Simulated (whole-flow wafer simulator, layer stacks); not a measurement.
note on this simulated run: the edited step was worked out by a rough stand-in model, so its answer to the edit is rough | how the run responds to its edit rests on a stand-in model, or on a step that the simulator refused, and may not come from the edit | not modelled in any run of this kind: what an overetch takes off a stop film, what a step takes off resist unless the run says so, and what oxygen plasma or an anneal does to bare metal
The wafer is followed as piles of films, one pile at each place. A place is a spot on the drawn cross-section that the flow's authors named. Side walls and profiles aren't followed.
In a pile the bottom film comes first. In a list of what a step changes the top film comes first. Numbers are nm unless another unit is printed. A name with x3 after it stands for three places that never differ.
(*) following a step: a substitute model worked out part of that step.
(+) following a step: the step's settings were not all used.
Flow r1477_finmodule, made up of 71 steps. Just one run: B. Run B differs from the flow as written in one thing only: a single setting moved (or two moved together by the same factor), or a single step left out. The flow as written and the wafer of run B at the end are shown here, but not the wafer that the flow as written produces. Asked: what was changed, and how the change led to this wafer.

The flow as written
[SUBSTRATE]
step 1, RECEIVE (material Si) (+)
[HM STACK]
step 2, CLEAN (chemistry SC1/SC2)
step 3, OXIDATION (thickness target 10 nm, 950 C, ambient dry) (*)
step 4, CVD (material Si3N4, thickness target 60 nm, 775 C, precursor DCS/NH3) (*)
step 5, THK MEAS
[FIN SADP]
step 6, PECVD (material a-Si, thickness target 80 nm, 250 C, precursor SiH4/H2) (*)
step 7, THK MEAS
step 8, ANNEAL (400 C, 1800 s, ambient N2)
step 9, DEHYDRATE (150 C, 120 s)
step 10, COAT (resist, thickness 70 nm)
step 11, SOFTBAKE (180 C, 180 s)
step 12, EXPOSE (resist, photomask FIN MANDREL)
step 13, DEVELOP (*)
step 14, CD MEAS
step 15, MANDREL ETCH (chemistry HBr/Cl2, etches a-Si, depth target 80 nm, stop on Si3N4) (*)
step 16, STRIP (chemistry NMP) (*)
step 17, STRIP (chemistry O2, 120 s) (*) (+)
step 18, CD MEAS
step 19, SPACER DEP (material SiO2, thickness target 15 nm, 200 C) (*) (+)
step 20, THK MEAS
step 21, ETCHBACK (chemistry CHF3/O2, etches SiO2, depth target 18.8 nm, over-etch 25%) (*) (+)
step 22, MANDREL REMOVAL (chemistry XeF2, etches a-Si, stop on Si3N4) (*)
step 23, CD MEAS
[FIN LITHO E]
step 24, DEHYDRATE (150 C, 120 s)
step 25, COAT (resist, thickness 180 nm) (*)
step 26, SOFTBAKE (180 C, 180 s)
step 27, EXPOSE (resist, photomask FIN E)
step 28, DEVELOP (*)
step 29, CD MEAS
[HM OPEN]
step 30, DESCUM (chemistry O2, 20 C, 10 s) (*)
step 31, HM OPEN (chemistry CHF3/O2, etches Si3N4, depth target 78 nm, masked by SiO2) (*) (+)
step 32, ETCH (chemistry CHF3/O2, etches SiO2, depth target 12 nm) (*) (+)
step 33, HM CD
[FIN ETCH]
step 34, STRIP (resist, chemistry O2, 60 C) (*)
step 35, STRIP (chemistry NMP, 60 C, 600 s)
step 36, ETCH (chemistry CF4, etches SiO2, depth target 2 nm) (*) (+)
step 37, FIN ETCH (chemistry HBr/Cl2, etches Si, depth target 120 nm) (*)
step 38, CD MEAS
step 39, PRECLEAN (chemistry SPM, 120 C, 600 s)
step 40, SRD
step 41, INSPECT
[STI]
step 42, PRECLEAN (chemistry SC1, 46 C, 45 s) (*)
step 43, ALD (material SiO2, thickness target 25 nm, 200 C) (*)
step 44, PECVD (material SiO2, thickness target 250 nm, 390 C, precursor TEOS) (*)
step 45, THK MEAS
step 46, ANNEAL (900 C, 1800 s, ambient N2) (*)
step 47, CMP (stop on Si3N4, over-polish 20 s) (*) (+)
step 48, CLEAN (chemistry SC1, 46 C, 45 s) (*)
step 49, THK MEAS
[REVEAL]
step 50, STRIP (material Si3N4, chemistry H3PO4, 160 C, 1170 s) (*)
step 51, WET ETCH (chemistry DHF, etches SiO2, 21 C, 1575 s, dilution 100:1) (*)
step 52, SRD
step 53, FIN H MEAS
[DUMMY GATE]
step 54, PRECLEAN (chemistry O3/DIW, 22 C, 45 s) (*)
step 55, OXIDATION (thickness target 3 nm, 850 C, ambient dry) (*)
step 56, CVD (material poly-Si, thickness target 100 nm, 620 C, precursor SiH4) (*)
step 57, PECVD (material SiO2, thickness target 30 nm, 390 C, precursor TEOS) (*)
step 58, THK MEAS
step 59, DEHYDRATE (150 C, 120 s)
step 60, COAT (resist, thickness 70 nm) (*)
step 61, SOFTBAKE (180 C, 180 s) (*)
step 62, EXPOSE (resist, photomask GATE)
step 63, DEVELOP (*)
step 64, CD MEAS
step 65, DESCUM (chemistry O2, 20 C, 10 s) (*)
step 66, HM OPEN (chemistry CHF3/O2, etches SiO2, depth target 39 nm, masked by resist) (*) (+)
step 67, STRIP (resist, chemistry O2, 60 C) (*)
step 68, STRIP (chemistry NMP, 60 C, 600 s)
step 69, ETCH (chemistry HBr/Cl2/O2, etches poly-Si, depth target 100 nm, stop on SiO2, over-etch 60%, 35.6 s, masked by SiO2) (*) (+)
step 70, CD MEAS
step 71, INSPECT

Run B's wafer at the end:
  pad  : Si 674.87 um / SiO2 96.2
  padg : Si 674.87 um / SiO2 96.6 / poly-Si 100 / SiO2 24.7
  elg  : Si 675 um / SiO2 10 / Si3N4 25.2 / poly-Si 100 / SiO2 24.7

The reason: step 4, CVD: thickness target 53.4 nm was run, while the flow as written has thickness target 60 nm.

How this came from the change, step by step:
  step 4, CVD (material Si3N4, thickness target 60 nm, 775 C, precursor DCS/NH3) (*)
      pad, padg, elg and 33 more: Si3N4 gains 53.4 (new film) (in the flow as written it would be: Si3N4 gains 60 (new film))
  step 31, HM OPEN (chemistry CHF3/O2, etches Si3N4, depth target 78 nm, masked by SiO2) (*) (+)
      s40cg, s45cg, s50cg, s40co, s45co, s50co: Si3N4 loses 53.4 (all of it), SiO2 loses 10 (all of it) (in the flow as written it would be: Si3N4 loses 60 (all of it), SiO2 loses 9)
      pad, padg, esg and 13 more: Si3N4 loses 49.8 (all of it), SiO2 loses 10 (all of it) (in the flow as written it would be: Si3N4 loses 56.4 (all of it), SiO2 loses 10 (all of it))
      (also at 14 further places)
  step 32, ETCH (chemistry CHF3/O2, etches SiO2, depth target 12 nm) (*) (+)
      s40cg, s40co: Si loses 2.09 (in the flow as written it would be: SiO2 loses 1 (all of it), Si loses 2.2)
      s45cg, s45co: Si loses 2.13 (in the flow as written it would be: SiO2 loses 1 (all of it), Si loses 2.2)
      (also at 2 further places)
  step 34, STRIP (resist, chemistry O2, 60 C) (*)
      elg, e40lg, e100lg, e200lg, elo, e40lo, e100lo, e200lo: resist loses 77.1 (all of it) (in the flow as written it would be: resist loses 73.8 (all of it))
  step 43, ALD (material SiO2, thickness target 25 nm, 200 C) (*)
      s45cg, s50cg, s45co, s50co: SiO2 gains 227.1 (new film) (in the flow as written it would be: SiO2 gains 232.1 (new film))
      s40cg, s40co: SiO2 gains 227 (new film) (in the flow as written it would be: SiO2 gains 232.1 (new film))
      (also at 1 further place)
  step 47, CMP (stop on Si3N4, over-polish 20 s) (*) (+)
      pad, padg, e40sg and 11 more: SiO2 loses 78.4 (in the flow as written it would be: SiO2 loses 71.8)
      eso: SiO2 loses 79 (in the flow as written it would be: SiO2 loses 72.4)
  step 50, STRIP (material Si3N4, chemistry H3PO4, 160 C, 1170 s) (*)
      s40sg_line, s45sg_line, s50sg_line, s40so_line, s45so_line, s50so_line: Si3N4 loses 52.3 (all of it), SiO2 loses 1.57 (in the flow as written it would be: Si3N4 loses 58.9 (all of it), SiO2 loses 1.37)
  step 56, CVD (material poly-Si, thickness target 100 nm, 620 C, precursor SiH4) (*)
      s40cg, s40co: poly-Si gains 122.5 (new film) (in the flow as written it would be: poly-Si gains 113.9 (new film))
      s45cg, s45co: poly-Si gains 122.5 (new film) (in the flow as written it would be: poly-Si gains 113.4 (new film))
      (also at 2 further places)
  step 60, COAT (resist, thickness 70 nm) (*)
      s40cg, s40co: resist gains 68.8 (new film) (in the flow as written it would be: resist gains 70.6 (new film))
      s40sg, s40so: resist gains 97.9 (new film) (in the flow as written it would be: resist gains 91 (new film))
      (also at 6 further places)
  step 63, DEVELOP (*)
      s40co: resist loses 68.8 (all of it) (in the flow as written it would be: resist loses 70.6 (all of it))
      s40so: resist loses 97.9 (all of it) (in the flow as written it would be: resist loses 91 (all of it))
      (also at 3 further places)
  step 67, STRIP (resist, chemistry O2, 60 C) (*)
      s40cg: resist loses 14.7 (all of it) (in the flow as written it would be: resist loses 16.5 (all of it))
      s40sg: resist loses 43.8 (all of it) (in the flow as written it would be: resist loses 36.9 (all of it))
      (also at 3 further places)
  step 69, ETCH (chemistry HBr/Cl2/O2, etches poly-Si, depth target 100 nm, stop on SiO2, over-etch 60%, 35.6 s, masked by SiO2) (*) (+)
      s40co: chemical SiO2 loses 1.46 (all of it), poly-Si loses 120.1 (all of it), SiO2 loses 0.2 (in the flow as written it would be: chemical SiO2 loses 1.46 (all of it), poly-Si loses 111.5 (all of it), SiO2 loses 0.24)
      s45co: chemical SiO2 loses 1.46 (all of it), poly-Si loses 120.1 (all of it), SiO2 loses 0.2 (in the flow as written it would be: chemical SiO2 loses 1.46 (all of it), poly-Si loses 110.9 (all of it), SiO2 loses 0.25)
      (also at 1 further place)
